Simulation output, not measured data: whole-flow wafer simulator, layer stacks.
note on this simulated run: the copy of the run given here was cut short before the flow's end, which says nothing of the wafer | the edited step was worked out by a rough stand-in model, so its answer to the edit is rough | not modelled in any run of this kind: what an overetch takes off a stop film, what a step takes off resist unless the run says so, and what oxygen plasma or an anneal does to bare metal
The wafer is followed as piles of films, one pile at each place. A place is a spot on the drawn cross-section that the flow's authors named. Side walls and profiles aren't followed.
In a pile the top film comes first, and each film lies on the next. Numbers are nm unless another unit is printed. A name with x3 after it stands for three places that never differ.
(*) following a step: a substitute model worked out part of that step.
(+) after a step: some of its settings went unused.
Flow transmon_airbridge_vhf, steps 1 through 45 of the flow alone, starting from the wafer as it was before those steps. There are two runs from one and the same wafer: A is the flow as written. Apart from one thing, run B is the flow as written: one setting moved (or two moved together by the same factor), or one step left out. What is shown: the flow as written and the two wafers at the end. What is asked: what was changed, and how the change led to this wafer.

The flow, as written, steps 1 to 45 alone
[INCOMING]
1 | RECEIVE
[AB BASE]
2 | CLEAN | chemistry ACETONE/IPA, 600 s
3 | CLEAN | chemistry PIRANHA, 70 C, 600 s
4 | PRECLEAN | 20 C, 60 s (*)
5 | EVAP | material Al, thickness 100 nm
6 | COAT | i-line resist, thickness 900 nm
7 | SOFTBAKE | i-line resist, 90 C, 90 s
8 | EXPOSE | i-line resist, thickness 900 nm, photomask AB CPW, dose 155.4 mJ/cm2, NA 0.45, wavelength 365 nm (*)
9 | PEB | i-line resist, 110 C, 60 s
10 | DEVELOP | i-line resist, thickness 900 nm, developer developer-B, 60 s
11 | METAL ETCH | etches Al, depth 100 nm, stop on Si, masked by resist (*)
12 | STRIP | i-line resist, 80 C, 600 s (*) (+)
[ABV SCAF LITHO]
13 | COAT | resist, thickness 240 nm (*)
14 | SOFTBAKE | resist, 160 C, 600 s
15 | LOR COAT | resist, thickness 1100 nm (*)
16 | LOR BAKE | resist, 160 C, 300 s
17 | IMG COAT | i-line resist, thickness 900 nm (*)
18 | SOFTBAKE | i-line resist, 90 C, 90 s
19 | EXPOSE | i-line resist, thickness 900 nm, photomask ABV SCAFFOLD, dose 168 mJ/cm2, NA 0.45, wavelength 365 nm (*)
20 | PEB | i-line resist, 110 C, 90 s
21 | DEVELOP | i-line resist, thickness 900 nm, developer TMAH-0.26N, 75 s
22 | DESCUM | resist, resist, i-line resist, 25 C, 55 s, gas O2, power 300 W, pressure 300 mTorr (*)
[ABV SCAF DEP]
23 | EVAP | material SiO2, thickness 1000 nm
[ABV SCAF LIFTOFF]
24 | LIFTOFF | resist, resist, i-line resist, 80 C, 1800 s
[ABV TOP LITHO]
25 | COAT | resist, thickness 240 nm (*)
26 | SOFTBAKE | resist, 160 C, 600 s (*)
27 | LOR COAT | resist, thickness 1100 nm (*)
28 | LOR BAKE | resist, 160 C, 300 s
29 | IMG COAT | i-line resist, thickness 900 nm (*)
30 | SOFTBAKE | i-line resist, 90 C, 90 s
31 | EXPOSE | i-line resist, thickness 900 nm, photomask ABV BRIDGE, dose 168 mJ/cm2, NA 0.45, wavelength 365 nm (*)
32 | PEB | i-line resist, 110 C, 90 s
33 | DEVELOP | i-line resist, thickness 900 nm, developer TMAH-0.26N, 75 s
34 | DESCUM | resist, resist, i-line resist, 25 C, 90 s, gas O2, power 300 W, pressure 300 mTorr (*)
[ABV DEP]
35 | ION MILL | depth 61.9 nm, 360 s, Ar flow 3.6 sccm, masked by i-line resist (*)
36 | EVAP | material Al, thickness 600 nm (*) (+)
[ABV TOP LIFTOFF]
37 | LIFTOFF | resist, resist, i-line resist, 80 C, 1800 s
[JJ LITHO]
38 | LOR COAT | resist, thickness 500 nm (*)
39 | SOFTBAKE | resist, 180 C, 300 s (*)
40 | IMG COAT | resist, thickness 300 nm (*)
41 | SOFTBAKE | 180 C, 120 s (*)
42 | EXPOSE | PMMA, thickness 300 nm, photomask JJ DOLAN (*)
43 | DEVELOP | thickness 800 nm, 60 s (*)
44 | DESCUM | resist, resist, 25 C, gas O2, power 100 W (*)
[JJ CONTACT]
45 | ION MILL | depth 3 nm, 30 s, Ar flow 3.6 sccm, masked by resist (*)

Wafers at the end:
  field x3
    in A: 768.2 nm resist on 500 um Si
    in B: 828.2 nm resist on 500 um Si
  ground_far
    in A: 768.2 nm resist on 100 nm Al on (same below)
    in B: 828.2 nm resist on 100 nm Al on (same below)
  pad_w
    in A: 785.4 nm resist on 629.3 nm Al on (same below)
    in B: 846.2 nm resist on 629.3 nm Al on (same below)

The reason: step 40, IMG COAT: thickness 360 nm was run, though the flow has thickness 300 nm.

How this came from the change, step by step:
  40 | IMG COAT | resist, thickness 300 nm (*)
      field x3, jj_line, ground_far, trace_open_s x2: A resist gains 300 | B resist gains 360
      pad_w, pad_e: A resist gains 300.1 | B resist gains 360.9
      (and at 8 other places as well)
  43 | DEVELOP | thickness 800 nm, 60 s (*)
      jj_line: A resist loses 800 (all of it) | B resist loses 860 (all of it)
